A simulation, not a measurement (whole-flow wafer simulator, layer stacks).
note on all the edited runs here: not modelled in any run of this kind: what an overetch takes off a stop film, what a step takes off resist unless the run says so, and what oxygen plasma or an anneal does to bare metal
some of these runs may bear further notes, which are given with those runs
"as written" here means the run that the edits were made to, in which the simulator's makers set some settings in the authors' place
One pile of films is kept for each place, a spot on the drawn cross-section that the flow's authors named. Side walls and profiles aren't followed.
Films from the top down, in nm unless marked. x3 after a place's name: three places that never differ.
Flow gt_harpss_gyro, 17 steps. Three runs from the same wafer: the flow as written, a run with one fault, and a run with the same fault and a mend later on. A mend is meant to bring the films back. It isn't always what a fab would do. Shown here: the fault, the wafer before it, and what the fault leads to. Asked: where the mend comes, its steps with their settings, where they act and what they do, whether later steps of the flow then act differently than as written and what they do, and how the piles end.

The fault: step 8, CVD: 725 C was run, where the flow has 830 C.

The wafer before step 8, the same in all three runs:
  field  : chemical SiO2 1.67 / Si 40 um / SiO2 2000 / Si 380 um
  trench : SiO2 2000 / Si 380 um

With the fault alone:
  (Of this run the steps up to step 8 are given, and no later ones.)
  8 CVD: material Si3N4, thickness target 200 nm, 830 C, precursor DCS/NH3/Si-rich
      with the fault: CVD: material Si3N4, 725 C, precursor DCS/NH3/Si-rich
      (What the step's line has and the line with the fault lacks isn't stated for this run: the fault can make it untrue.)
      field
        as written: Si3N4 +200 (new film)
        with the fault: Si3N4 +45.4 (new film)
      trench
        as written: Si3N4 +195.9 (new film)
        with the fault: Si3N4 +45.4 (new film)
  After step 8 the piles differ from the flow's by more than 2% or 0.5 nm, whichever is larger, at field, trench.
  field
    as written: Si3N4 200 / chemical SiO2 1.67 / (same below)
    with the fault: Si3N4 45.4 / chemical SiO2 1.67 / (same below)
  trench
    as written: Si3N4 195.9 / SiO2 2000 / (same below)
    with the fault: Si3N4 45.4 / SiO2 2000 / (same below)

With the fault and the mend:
  The mend comes after step 8.
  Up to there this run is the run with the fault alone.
  8a ETCH: chemistry h3po4, depth target 52.79 nm
      field, trench
        Si3N4 -45.4 (all of it)
  8b CLEAN: chemistry SPM (the flow's step 1 once more)
      changes no film at any place that is followed
  8c CVD: material Si3N4, thickness target 200 nm, 830 C, precursor DCS/NH3/Si-rich (the flow's step 8 once more)
      field
        Si3N4 +200 (new film)
      trench
        Si3N4 +195.9 (new film)
  No later step of the flow acts differently than as written at any place that is followed.
  At the end the piles are the same as the flow's at every place that both follow.
